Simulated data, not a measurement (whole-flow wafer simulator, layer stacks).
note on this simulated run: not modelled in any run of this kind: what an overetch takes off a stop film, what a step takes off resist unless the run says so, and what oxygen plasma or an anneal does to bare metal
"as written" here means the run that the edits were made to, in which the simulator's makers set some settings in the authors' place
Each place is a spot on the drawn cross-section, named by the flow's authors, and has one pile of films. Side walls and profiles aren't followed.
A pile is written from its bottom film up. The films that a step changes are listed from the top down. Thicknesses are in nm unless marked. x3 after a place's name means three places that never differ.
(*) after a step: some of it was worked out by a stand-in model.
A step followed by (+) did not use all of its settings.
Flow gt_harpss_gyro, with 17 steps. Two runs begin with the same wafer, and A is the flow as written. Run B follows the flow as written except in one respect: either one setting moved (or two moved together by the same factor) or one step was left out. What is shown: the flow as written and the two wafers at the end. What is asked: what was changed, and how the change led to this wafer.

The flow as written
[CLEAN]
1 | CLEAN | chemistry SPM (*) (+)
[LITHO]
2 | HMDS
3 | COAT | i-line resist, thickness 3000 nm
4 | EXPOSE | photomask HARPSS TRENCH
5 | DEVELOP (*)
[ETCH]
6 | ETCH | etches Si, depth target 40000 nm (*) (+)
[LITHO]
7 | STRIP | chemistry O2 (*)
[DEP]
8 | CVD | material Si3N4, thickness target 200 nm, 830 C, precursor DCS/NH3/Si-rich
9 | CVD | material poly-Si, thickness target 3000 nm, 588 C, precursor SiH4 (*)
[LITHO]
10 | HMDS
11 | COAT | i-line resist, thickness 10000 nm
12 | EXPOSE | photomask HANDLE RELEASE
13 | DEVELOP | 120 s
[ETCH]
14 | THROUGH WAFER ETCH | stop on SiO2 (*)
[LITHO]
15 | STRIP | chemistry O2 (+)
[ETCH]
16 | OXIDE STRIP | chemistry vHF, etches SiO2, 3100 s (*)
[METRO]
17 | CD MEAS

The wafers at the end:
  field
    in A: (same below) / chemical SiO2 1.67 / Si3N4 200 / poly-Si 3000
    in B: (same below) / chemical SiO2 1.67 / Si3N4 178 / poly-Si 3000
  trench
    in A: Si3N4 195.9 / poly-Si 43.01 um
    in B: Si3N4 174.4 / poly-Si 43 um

The reason: step 8, CVD: thickness target 178 nm was run, whereas the flow has thickness target 200 nm.
One can read it off the wafer: field has Si3N4 178, and step 8 as written asks for 200 nm.

The path from the change to this, step by step:
  8 | CVD | material Si3N4, thickness target 200 nm, 830 C, precursor DCS/NH3/Si-rich
      field: A Si3N4 gains 200 (new film) | B Si3N4 gains 178 (new film)
      trench: A Si3N4 gains 195.9 (new film) | B Si3N4 gains 174.4 (new film)
  9 | CVD | material poly-Si, thickness target 3000 nm, 588 C, precursor SiH4 (*)
      trench: A poly-Si gains 43.01 um (new film) | B poly-Si gains 43 um (new film)
